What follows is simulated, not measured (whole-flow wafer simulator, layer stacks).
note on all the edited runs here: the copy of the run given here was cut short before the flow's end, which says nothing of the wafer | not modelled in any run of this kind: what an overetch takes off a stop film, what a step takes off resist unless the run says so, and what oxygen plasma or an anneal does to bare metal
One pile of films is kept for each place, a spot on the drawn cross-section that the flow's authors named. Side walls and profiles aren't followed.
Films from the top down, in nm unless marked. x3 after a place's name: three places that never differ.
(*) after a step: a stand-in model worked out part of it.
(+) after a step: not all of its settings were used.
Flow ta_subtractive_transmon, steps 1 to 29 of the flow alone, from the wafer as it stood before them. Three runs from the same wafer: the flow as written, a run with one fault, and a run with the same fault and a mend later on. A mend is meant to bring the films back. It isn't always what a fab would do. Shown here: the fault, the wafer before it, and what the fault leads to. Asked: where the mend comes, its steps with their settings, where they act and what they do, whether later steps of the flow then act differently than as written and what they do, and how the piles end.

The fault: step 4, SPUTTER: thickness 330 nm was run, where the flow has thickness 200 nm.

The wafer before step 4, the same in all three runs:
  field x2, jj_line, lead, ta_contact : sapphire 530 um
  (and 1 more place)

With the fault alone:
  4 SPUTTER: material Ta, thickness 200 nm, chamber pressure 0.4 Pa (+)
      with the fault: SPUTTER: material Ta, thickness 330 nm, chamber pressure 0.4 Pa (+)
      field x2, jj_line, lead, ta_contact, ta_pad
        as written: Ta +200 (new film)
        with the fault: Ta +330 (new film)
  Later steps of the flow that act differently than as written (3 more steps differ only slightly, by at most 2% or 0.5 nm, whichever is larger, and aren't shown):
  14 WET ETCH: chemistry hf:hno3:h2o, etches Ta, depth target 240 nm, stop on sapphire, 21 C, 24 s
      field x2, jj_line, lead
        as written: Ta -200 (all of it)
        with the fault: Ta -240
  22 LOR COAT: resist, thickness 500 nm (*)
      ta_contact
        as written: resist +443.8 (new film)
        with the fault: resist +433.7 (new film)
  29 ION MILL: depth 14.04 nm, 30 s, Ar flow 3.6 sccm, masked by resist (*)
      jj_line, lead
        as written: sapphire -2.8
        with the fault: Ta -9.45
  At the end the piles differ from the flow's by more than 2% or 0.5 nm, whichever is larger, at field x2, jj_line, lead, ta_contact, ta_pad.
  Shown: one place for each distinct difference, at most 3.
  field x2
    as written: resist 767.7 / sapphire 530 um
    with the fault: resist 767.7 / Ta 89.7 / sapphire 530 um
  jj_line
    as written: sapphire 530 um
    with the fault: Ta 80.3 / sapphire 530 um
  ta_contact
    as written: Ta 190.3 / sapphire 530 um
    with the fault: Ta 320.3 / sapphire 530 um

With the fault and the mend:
  The mend comes after step 5.
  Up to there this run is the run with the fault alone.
  5a WET ETCH: chemistry hf:hno3:h2o, etches Ta, depth target 379.4 nm, stop on sapphire, 21 C, 37.94 s
      field x2, jj_line, lead, ta_contact, ta_pad
        Ta -330 (all of it)
  5b SPUTTER: material Ta, thickness 200 nm, chamber pressure 0.4 Pa (+) (the flow's step 4 once more)
      field x2, jj_line, lead, ta_contact, ta_pad
        Ta +200 (new film)
  No later step of the flow acts differently than as written at any place that is followed.
  At the end the piles are the same as the flow's at every place that both follow.
